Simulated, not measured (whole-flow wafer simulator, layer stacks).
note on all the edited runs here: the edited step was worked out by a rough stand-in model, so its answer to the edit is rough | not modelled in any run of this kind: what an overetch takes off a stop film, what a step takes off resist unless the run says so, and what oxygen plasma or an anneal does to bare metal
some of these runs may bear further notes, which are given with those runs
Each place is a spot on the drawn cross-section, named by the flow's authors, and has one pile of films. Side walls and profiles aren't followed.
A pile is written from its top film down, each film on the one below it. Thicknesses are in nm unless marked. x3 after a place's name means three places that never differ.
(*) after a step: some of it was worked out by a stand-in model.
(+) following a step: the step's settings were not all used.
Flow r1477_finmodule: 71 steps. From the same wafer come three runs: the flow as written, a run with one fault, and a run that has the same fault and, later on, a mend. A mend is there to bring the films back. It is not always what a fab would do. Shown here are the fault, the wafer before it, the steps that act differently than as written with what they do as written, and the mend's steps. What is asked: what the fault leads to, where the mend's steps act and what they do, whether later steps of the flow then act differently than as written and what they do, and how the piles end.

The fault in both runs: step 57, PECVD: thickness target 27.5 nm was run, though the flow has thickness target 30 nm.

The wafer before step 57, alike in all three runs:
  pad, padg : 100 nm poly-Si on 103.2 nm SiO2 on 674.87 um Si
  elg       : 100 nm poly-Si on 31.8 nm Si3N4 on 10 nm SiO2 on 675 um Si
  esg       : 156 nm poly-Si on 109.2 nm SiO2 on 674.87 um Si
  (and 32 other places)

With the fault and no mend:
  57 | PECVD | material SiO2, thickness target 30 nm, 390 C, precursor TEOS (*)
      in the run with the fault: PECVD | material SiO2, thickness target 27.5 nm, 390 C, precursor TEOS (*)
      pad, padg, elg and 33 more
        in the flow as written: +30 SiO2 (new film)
        in the run with the fault: +27.5 SiO2 (new film)
  Steps further on in the flow that do not act as written (1 other step is not shown; it differs only slightly, by no more than 2% or 0.5 nm, whichever is larger):
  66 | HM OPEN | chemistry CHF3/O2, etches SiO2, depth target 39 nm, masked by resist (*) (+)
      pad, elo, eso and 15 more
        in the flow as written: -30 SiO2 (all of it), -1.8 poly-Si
        in the run with the fault: -27.5 SiO2 (all of it), -2.3 poly-Si
  At padg, elg, esg and 15 more, the piles at the end differ from the flow's by more than 2% or 0.5 nm, whichever is larger.
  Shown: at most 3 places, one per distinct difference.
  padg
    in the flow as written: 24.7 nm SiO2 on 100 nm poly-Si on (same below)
    in the run with the fault: 22.2 nm SiO2 on 100 nm poly-Si on (same below)
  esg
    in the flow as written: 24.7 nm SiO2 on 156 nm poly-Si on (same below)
    in the run with the fault: 22.2 nm SiO2 on 156 nm poly-Si on (same below)
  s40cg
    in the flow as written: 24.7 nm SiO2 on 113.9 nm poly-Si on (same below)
    in the run with the fault: 22.2 nm SiO2 on 113.9 nm poly-Si on (same below)

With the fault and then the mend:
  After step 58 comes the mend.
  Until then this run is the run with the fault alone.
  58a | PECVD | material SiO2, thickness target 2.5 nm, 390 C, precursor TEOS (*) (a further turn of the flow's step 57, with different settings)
      pad, padg, elg and 33 more
        +2.5 SiO2
  None of the later steps of the flow differs from how it acts as written, at any place that is followed, by more than 2% or 0.5 nm, whichever is larger.
  The piles end the same as the flow's at every place that both follow.
